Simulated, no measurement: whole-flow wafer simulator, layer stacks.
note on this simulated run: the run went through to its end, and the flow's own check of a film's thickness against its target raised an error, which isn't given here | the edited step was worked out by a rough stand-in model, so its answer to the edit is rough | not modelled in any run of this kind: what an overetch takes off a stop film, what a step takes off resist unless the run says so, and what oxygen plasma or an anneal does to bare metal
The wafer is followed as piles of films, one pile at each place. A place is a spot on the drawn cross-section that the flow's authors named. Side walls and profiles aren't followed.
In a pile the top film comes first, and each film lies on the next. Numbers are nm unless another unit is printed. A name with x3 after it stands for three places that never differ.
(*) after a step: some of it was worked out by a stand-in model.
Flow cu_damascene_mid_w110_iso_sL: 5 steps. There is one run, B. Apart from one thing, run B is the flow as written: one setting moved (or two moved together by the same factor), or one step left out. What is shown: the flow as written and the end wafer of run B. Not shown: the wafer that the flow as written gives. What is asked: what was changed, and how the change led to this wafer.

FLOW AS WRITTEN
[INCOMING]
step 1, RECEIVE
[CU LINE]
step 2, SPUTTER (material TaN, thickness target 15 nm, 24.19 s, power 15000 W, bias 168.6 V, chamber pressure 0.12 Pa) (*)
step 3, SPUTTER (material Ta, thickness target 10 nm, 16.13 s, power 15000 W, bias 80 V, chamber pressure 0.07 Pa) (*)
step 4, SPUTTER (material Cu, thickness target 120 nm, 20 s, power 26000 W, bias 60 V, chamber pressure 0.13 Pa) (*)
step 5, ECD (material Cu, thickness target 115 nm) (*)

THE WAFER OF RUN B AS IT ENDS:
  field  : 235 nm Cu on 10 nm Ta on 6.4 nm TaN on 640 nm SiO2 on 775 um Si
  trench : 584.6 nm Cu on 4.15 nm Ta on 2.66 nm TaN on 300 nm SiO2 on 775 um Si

What caused this: step 2, SPUTTER: thickness target 6.4 nm was run, while the flow as written has thickness target 15 nm; step 2, SPUTTER: 10.28 s was run, where the flow has 24.19 s.
The wafer itself shows it: field has TaN 6.4, and step 2 as written asks for 15 nm.

The path from the change to this, step by step:
  step 2, SPUTTER (material TaN, thickness target 15 nm, 24.19 s, power 15000 W, bias 168.6 V, chamber pressure 0.12 Pa) (*)
      field: TaN gains 6.4 (new film) (as written it would have been: TaN gains 15 (new film))
      trench: TaN gains 2.66 (new film) (as written it would have been: TaN gains 6.23 (new film))
  step 4, SPUTTER (material Cu, thickness target 120 nm, 20 s, power 26000 W, bias 60 V, chamber pressure 0.13 Pa) (*)
      trench: Cu gains 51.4 (new film) (as written it would have been: Cu gains 49.9 (new film))
